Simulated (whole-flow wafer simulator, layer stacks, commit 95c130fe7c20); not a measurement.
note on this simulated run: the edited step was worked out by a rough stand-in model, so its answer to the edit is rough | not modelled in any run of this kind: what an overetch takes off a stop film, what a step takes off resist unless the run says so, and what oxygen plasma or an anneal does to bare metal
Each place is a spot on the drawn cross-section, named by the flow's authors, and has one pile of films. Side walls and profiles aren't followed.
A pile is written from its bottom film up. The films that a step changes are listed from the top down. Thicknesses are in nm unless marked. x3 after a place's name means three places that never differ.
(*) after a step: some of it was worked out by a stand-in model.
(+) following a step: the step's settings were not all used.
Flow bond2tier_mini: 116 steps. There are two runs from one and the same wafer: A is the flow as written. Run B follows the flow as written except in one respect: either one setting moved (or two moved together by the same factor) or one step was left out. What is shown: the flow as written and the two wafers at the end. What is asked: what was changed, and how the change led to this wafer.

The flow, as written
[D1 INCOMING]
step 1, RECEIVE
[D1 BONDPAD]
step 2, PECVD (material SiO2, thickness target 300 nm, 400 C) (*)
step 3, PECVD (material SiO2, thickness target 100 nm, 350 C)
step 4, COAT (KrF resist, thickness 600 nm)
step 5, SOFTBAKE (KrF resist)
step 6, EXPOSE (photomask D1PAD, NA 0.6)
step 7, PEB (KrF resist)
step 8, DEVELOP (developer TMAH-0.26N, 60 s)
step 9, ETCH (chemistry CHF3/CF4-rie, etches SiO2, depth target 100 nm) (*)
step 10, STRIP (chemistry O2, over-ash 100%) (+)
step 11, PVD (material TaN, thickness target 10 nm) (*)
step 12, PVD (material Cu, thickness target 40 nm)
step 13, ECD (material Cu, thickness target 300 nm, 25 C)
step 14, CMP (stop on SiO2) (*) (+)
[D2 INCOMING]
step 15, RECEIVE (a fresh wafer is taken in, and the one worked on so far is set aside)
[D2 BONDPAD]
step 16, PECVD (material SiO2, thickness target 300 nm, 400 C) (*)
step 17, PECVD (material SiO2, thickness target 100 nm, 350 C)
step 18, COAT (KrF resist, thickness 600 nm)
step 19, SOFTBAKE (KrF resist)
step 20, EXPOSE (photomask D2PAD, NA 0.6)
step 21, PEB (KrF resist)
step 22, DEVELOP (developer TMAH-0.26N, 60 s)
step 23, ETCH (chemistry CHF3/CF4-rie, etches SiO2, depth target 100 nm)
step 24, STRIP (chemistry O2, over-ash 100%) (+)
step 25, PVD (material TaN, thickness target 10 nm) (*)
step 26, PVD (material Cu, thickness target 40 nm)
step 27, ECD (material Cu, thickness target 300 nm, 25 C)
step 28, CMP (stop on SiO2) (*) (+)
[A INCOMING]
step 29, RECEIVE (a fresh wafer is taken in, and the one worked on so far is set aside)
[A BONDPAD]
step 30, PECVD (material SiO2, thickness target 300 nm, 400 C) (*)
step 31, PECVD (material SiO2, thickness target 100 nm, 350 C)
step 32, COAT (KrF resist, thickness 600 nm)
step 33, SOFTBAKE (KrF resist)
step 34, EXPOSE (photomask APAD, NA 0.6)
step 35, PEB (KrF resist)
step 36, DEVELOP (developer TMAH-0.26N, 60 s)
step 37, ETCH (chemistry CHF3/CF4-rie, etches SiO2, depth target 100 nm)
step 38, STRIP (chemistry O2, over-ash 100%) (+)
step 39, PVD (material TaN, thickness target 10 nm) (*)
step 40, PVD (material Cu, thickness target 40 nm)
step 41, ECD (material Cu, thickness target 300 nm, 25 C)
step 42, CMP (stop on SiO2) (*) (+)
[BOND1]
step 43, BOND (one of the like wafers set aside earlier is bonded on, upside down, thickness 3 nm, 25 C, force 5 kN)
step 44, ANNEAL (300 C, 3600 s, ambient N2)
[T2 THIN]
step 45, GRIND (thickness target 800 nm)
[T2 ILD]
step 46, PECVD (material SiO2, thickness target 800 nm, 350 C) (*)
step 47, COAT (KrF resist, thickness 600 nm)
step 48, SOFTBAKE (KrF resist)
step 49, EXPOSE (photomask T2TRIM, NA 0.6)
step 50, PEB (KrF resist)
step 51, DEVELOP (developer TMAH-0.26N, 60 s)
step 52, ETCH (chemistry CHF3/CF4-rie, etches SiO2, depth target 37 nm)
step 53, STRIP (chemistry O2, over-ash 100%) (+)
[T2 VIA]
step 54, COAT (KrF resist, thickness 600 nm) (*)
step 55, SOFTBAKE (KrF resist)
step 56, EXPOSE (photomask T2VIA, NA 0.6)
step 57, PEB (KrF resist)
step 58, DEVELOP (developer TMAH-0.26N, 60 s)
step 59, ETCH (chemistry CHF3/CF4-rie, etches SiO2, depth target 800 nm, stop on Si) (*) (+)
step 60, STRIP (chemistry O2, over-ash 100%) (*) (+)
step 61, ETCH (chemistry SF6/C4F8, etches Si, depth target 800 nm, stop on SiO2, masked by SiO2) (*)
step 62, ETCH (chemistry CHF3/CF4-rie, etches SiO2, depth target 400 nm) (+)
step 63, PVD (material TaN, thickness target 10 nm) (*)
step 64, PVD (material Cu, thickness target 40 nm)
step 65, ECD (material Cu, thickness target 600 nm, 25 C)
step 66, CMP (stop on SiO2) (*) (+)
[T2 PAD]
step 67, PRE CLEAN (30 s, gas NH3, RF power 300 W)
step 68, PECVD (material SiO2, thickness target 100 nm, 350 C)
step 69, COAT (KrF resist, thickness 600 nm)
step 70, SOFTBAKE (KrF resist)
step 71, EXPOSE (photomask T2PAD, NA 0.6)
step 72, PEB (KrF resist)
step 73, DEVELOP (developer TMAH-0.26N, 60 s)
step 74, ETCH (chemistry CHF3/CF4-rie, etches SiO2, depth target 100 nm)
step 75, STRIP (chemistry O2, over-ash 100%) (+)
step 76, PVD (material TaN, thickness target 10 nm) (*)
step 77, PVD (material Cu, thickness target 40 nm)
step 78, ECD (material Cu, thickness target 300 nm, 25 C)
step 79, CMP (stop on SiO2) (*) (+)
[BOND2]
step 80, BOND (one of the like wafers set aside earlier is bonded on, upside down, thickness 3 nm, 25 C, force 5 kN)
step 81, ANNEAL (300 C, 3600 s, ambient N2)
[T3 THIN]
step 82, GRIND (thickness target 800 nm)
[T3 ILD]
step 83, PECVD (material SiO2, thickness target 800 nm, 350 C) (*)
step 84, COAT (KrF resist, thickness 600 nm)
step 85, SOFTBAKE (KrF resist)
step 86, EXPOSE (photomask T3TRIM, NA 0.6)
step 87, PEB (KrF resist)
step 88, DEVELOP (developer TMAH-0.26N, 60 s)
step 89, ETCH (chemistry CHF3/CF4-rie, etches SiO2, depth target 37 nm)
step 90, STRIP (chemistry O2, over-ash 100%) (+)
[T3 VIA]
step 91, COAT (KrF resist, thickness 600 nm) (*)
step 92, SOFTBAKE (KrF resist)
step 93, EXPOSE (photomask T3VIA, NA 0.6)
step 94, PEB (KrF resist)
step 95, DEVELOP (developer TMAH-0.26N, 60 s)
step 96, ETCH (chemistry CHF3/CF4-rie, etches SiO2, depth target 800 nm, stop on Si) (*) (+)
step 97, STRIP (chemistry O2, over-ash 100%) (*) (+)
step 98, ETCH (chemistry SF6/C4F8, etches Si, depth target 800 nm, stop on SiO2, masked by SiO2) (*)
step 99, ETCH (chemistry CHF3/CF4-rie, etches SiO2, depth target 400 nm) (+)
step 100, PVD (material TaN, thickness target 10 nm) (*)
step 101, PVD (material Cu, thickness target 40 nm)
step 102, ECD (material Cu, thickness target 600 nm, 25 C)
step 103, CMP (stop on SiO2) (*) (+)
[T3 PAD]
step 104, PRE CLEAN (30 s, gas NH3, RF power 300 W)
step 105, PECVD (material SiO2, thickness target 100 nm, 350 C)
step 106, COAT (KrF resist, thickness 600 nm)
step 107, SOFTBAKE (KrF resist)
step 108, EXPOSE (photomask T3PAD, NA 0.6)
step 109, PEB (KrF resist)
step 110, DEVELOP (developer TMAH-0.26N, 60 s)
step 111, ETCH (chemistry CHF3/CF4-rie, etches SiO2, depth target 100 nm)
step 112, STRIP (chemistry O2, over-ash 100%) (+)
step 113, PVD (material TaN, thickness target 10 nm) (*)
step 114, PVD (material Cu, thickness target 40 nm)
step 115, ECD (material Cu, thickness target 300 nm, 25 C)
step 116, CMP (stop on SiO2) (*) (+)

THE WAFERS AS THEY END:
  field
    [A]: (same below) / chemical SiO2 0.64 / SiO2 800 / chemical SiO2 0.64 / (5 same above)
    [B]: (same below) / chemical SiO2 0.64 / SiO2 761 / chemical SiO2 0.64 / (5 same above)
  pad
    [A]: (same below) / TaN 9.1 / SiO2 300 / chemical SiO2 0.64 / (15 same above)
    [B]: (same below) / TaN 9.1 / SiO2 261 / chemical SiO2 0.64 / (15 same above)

What caused this: step 2, PECVD: thickness target 261 nm was run, whereas the flow has thickness target 300 nm.
The wafer lets one read it off: pad has SiO2 261, and step 2 as written asks for 300 nm.

How this came from the change, step by step:
  step 2, PECVD (material SiO2, thickness target 300 nm, 400 C) (*)
      field, pad, via: A +300 SiO2 (new film) | B +261 SiO2 (new film)
  step 43, BOND (one of the like wafers set aside earlier is bonded on, upside down, thickness 3 nm, 25 C, force 5 kN)
      field: A +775 um Si (new film), +0.64 chemical SiO2 (new film), +400 SiO2 | B +775 um Si (new film), +0.64 chemical SiO2 (new film), +361 SiO2
      pad: A +775 um Si (new film), +0.64 chemical SiO2 (new film), +300 SiO2 (new film), +9.1 TaN (new film), +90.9 Cu | B +775 um Si (new film), +0.64 chemical SiO2 (new film), +261 SiO2 (new film), +9.1 TaN (new film), +90.9 Cu
      (also at 1 further place)
